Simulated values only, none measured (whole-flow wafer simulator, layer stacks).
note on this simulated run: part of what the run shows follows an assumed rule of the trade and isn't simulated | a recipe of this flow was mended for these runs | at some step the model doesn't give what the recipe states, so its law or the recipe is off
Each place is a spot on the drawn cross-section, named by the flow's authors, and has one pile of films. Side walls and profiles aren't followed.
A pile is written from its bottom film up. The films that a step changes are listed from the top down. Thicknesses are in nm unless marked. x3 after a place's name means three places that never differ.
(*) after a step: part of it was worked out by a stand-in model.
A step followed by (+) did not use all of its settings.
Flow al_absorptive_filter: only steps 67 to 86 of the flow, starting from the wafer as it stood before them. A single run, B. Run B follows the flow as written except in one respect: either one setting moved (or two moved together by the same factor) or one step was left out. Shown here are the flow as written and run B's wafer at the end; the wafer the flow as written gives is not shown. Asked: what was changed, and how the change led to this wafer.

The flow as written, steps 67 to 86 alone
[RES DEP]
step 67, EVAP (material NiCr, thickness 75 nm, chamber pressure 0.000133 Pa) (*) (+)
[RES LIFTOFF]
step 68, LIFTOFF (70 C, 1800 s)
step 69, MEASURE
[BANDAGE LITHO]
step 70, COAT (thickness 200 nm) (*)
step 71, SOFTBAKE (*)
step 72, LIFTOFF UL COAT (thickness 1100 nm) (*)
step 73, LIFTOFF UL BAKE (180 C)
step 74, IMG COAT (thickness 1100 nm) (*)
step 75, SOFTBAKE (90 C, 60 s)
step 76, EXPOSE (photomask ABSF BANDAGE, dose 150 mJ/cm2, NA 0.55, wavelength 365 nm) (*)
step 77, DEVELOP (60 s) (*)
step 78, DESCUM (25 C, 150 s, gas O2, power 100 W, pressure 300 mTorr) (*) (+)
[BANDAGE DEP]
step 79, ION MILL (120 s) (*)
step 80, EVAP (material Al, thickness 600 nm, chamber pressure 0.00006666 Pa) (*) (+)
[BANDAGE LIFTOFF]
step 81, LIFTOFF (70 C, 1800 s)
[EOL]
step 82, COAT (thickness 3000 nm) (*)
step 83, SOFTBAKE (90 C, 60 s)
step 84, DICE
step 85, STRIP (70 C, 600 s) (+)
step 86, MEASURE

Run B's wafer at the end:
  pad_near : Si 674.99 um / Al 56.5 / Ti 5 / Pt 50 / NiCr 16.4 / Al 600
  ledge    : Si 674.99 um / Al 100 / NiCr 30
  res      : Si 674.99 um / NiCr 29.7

Cause: step 67, EVAP: thickness 30 nm was run, whereas the flow has thickness 75 nm.
One can read it off the wafer: ledge has NiCr 30, and step 67 as written asks for 75 nm.

The path from the change to this, step by step:
  step 67, EVAP (material NiCr, thickness 75 nm, chamber pressure 0.000133 Pa) (*) (+)
      gnd, pad_far, ledge and 9 more: NiCr gains 30 (new film) (in the flow as written it would be: NiCr gains 75 (new film))
      pad_near, res: NiCr gains 29.7 (new film) (in the flow as written it would be: NiCr gains 74.2 (new film))
  step 68, LIFTOFF (70 C, 1800 s)
      xa_field, xl_land, idc_field: NiCr loses 30 (all of it), i-line-resist loses 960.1 (all of it), lift-off-underlayer loses 1100 (all of it), acrylic-e-beam-resist loses 200 (all of it) (in the flow as written it would be: NiCr loses 75 (all of it), i-line-resist loses 960.1 (all of it), lift-off-underlayer loses 1100 (all of it), acrylic-e-beam-resist loses 200 (all of it))
      gnd: NiCr loses 30 (all of it), i-line-resist loses 959.5 (all of it), lift-off-underlayer loses 1100.9 (all of it), acrylic-e-beam-resist loses 200.6 (all of it) (in the flow as written it would be: NiCr loses 75 (all of it), i-line-resist loses 959.5 (all of it), lift-off-underlayer loses 1100.9 (all of it), acrylic-e-beam-resist loses 200.6 (all of it))
      (also at 7 further places)
  step 70, COAT (thickness 200 nm) (*)
      pad_near: acrylic-e-beam-resist gains 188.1 (new film) (in the flow as written it would be: acrylic-e-beam-resist gains 180.9 (new film))
      res: acrylic-e-beam-resist gains 226.4 (new film) (in the flow as written it would be: acrylic-e-beam-resist gains 218.1 (new film))
  step 78, DESCUM (25 C, 150 s, gas O2, power 100 W, pressure 300 mTorr) (*) (+)
      pad_near: acrylic-e-beam-resist loses 188.1 (all of it) (in the flow as written it would be: acrylic-e-beam-resist loses 180.9 (all of it))
  step 81, LIFTOFF (70 C, 1800 s)
      res: Al loses 600 (all of it), i-line-resist loses 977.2 (all of it), lift-off-underlayer loses 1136 (all of it), acrylic-e-beam-resist loses 226.4 (all of it) (in the flow as written it would be: Al loses 600 (all of it), i-line-resist loses 964.1 (all of it), lift-off-underlayer loses 1118.2 (all of it), acrylic-e-beam-resist loses 218.1 (all of it))
  step 83, SOFTBAKE (90 C, 60 s)
      res: i-line-resist gains 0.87 (in the flow as written it would be: i-line-resist loses 1.75)
      gnd: i-line-resist gains 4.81 (in the flow as written it would be: i-line-resist gains 6.13)
      (also at 2 further places)
